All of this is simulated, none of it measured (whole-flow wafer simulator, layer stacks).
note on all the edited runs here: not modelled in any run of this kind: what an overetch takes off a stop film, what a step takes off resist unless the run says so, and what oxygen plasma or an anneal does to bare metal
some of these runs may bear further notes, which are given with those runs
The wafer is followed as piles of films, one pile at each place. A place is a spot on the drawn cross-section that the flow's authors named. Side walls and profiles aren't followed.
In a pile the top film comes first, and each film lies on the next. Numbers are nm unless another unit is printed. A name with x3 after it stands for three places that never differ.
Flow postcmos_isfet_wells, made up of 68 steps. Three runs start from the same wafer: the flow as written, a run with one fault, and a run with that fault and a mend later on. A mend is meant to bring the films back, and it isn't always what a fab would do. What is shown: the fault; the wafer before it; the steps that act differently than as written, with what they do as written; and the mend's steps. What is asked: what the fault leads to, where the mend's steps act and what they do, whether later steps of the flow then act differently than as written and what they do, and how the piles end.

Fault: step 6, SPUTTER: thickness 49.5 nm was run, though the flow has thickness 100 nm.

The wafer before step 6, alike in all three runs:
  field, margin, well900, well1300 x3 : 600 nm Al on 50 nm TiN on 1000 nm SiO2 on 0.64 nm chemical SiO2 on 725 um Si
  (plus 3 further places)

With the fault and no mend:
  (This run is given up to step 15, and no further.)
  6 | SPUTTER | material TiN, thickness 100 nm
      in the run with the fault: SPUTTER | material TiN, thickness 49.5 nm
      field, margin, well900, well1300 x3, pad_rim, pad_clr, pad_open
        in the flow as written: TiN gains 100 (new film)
        in the run with the fault: TiN gains 49.5 (new film)
  Every later step of the flow up to step 15 that is run acts as written at every place that is followed.
  After step 15, at field, margin, well900, well1300 x3, pad_rim, pad_clr, pad_open, the piles differ from the flow's by more than 2% or 0.5 nm, whichever is larger.
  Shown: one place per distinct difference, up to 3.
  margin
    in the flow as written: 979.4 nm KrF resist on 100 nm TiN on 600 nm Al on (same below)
    in the run with the fault: 979.4 nm KrF resist on 49.5 nm TiN on 600 nm Al on (same below)
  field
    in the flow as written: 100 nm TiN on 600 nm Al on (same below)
    in the run with the fault: 49.5 nm TiN on 600 nm Al on (same below)

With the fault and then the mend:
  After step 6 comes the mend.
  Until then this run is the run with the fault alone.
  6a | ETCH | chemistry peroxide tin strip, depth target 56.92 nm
      field, margin, well900, well1300 x3, pad_rim, pad_clr, pad_open
        TiN loses 49.5 (all of it)
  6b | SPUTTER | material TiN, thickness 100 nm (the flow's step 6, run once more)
      field, margin, well900, well1300 x3, pad_rim, pad_clr, pad_open
        TiN gains 100 (new film)
  Every later step of the flow that is run acts as written at every place that is followed.
  The piles end the same as the flow's at every place that both follow.
